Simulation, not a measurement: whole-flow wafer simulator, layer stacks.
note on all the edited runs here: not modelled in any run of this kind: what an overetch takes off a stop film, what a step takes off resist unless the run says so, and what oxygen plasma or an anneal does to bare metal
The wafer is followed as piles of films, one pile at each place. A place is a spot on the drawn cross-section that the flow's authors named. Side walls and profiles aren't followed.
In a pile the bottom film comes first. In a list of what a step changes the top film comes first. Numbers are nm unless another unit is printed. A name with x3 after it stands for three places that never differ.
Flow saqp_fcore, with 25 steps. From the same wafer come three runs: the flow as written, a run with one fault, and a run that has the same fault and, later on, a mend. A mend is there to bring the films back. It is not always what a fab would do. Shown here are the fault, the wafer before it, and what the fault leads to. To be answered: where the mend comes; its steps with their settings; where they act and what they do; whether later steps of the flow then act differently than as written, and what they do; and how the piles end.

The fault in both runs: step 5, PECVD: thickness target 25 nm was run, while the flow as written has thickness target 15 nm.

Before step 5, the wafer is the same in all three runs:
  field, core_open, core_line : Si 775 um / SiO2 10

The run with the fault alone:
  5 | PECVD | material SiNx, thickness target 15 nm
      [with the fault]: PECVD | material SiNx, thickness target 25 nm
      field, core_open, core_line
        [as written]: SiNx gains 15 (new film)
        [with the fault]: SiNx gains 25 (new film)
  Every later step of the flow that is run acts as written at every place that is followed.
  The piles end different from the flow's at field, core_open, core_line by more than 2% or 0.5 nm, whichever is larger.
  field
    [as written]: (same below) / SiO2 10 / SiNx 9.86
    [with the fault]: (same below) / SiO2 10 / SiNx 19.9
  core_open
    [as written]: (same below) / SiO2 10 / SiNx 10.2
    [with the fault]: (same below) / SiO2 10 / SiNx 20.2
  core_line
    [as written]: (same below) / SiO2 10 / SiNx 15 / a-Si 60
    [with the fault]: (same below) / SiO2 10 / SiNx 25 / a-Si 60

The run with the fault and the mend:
  The mend follows step 5.
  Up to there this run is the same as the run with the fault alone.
  5a | ETCH | chemistry h3po4, depth target 10 nm
      field, core_open, core_line
        SiNx loses 10
  Every later step of the flow that is run acts as written at every place that is followed.
  By the end, the piles equal the flow's at every place that both follow.
